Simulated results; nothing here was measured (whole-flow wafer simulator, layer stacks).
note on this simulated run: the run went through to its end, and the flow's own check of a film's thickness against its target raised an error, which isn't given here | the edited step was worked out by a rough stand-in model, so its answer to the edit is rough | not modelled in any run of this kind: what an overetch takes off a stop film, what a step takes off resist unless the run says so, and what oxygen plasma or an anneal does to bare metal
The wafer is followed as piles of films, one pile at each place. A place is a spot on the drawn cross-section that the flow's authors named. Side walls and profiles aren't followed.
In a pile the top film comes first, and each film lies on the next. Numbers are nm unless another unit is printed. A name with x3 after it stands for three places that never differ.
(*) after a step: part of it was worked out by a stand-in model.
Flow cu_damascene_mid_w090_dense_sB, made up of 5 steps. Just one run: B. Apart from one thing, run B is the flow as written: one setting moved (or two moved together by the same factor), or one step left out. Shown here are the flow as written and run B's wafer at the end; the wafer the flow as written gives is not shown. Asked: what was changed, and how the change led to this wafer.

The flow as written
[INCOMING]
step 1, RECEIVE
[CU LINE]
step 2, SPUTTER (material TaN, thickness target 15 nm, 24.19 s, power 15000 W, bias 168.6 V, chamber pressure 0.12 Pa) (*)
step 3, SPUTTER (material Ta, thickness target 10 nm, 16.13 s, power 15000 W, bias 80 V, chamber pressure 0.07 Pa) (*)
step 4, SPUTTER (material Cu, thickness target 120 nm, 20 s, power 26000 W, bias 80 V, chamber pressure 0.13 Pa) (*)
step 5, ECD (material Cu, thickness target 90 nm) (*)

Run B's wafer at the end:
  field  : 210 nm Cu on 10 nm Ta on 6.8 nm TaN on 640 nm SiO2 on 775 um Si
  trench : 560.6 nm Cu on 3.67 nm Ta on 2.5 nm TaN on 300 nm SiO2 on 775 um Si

The reason: step 2, SPUTTER: thickness target 6.8 nm was run, whereas the flow has thickness target 15 nm; step 2, SPUTTER: 10.89 s was run, where the flow has 24.19 s.
The wafer itself shows it: field has TaN 6.8, and step 2 as written asks for 15 nm.

The path from the change to this, step by step:
  step 2, SPUTTER (material TaN, thickness target 15 nm, 24.19 s, power 15000 W, bias 168.6 V, chamber pressure 0.12 Pa) (*)
      field: +6.8 TaN (new film) (in the flow as written it would be: +15 TaN (new film))
      trench: +2.5 TaN (new film) (in the flow as written it would be: +5.51 TaN (new film))
  step 4, SPUTTER (material Cu, thickness target 120 nm, 20 s, power 26000 W, bias 80 V, chamber pressure 0.13 Pa) (*)
      trench: +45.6 Cu (new film) (in the flow as written it would be: +44.3 Cu (new film))
